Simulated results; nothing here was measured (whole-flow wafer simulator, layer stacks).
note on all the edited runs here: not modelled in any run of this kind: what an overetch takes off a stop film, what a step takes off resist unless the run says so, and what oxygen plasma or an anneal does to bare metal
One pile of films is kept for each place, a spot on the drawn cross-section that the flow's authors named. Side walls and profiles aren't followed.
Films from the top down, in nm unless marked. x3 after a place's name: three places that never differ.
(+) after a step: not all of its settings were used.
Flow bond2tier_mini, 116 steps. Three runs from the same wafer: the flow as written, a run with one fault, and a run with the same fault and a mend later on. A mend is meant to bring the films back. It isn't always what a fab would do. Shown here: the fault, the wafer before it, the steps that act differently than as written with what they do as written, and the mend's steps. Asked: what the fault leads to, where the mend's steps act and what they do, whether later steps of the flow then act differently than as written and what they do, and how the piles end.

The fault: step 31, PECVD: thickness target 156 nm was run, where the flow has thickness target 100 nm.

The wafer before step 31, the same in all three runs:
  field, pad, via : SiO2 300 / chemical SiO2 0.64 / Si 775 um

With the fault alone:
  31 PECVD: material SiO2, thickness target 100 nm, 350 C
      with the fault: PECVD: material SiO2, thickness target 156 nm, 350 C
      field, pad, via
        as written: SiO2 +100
        with the fault: SiO2 +156
  No later step of the flow acts differently than as written at any place that is followed.
  At the end the piles differ from the flow's by more than 2% or 0.5 nm, whichever is larger, at field, pad.
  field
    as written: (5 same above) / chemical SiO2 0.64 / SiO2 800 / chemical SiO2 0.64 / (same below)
    with the fault: (5 same above) / chemical SiO2 0.64 / SiO2 856 / chemical SiO2 0.64 / (same below)
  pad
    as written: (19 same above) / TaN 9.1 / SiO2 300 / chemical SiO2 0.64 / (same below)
    with the fault: (19 same above) / TaN 9.1 / SiO2 356 / chemical SiO2 0.64 / (same below)

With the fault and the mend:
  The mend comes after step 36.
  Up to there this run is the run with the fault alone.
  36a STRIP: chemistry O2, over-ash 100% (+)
      field
        KrF resist -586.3 (all of it)
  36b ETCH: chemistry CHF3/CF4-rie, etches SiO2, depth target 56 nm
      field, pad, via
        SiO2 -56
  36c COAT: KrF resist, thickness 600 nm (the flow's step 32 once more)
      field, pad, via
        KrF resist +600 (new film)
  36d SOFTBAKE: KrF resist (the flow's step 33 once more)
      changes no film at any place that is followed
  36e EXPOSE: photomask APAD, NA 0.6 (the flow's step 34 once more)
      changes no film at any place that is followed
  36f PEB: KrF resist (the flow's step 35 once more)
      changes no film at any place that is followed
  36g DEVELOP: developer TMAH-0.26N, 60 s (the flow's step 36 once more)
      pad, via
        KrF resist -600 (all of it)
      field
        KrF resist -13.7
  No later step of the flow acts differently than as written at any place that is followed.
  At the end the piles are the same as the flow's at every place that both follow.
